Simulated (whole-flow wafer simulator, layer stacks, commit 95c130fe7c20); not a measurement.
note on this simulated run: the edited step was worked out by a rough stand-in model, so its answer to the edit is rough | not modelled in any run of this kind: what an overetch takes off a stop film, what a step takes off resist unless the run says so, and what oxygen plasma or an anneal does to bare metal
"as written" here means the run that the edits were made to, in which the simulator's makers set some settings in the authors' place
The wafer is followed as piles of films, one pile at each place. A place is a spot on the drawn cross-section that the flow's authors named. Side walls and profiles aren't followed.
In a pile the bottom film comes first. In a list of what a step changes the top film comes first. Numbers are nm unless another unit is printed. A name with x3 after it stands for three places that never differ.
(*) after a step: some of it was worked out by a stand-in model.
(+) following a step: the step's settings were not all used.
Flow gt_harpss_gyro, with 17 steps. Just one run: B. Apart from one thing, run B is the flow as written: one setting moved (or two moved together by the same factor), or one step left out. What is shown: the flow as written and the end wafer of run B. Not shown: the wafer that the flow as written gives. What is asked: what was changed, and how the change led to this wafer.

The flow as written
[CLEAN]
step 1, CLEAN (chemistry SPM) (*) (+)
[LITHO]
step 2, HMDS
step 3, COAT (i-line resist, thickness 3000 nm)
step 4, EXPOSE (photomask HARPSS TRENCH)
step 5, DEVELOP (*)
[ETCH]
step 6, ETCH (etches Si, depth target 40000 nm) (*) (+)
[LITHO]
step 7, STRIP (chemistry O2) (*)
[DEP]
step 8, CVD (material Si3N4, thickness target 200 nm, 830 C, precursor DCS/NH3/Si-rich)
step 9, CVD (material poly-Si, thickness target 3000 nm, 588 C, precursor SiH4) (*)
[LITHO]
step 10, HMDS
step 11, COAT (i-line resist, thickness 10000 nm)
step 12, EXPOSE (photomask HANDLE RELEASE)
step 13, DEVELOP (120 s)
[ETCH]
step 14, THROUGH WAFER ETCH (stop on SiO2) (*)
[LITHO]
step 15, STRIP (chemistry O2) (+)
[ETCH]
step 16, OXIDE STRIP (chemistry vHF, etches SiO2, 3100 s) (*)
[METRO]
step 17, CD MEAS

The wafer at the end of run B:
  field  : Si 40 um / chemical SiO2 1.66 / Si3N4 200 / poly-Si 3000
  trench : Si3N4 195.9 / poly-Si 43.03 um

The reason: step 6, ETCH: depth target 43000 nm was run, though the flow has depth target 40000 nm.

How this came from the change, step by step:
  step 6, ETCH (etches Si, depth target 40000 nm) (*) (+)
      trench: -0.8 chemical SiO2 (all of it), -40 um Si (all of it), -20 SiO2 (in the flow as written it would be: -0.8 chemical SiO2 (all of it), -40 um Si (all of it))
      field: -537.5 i-line resist (in the flow as written it would be: -500 i-line resist)
  step 9, CVD (material poly-Si, thickness target 3000 nm, 588 C, precursor SiH4) (*)
      trench: +43.03 um poly-Si (new film) (in the flow as written it would be: +43.01 um poly-Si (new film))
